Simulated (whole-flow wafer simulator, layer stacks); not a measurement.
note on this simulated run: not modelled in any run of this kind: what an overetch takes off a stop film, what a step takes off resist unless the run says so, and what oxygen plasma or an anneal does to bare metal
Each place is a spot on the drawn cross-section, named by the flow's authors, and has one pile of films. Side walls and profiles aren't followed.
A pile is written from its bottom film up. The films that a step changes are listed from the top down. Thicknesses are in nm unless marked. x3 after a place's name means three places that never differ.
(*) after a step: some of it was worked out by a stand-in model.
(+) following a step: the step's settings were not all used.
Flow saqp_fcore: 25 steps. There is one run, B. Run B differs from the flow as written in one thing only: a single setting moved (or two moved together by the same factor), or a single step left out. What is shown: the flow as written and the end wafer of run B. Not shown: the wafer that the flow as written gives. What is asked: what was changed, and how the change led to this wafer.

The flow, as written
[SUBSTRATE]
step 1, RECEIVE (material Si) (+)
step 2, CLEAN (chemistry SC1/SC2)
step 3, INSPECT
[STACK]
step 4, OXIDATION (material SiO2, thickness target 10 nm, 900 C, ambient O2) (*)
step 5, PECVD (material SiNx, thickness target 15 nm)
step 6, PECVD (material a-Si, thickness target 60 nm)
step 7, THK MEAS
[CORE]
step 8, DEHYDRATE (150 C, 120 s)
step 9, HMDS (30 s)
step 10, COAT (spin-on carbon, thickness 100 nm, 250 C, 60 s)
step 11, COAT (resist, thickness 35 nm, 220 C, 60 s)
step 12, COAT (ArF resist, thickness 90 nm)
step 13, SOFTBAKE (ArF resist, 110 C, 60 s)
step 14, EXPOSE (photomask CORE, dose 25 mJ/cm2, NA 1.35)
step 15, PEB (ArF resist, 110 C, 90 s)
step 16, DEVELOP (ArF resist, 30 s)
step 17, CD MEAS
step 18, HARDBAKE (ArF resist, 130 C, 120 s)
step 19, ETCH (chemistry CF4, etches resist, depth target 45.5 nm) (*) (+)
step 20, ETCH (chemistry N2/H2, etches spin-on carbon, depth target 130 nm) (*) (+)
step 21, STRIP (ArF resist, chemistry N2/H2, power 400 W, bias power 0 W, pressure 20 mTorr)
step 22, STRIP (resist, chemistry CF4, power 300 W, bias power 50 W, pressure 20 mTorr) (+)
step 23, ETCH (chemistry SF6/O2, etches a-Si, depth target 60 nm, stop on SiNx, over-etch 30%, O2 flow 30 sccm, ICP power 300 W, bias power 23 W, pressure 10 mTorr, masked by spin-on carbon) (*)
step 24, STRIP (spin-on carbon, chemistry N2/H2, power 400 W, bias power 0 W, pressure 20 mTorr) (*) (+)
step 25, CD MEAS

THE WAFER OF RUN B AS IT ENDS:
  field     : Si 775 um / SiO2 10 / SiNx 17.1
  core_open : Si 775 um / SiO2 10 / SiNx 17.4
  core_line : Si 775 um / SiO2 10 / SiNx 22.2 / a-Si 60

The reason: step 5, PECVD: thickness target 22.2 nm was run, whereas the flow has thickness target 15 nm.
One can read it off the wafer: core_line has SiNx 22.2, and step 5 as written asks for 15 nm.

Step by step, how the change led to this:
  step 5, PECVD (material SiNx, thickness target 15 nm)
      field, core_open, core_line: +22.2 SiNx (new film) (as written it would have been: +15 SiNx (new film))
